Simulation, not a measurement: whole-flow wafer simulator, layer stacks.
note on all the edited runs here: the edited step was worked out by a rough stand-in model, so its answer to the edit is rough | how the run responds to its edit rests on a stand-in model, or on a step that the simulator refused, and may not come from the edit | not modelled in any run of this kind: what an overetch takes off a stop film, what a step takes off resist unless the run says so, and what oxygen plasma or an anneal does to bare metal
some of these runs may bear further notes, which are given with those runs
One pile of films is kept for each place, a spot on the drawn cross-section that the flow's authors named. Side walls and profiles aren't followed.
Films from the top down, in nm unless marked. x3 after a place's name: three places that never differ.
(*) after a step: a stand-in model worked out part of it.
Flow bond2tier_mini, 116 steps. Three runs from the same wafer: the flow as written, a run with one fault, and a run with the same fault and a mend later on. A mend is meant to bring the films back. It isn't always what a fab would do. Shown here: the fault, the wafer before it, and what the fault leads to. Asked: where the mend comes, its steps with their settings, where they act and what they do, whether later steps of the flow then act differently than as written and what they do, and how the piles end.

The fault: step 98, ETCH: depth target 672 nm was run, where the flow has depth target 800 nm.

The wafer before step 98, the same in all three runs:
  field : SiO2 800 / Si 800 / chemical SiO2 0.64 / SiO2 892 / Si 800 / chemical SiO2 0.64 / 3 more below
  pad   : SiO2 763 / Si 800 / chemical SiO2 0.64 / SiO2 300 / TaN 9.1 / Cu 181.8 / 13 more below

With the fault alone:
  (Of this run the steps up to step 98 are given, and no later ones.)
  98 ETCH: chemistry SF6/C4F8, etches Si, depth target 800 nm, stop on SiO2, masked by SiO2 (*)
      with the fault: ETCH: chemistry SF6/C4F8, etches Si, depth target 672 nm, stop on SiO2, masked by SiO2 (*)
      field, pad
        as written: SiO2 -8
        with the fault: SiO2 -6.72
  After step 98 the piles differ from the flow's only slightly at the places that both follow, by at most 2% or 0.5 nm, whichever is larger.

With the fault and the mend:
  The mend comes after step 98.
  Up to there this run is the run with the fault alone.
  98a ETCH: chemistry SF6/C4F8, etches Si, depth target 128 nm, stop on SiO2, masked by SiO2 (*) (the flow's step 98 once more, with other settings)
      field, pad
        SiO2 -1.28
  No later step of the flow acts differently than as written at any place that is followed.
  At the end the piles are the same as the flow's at every place that both follow.
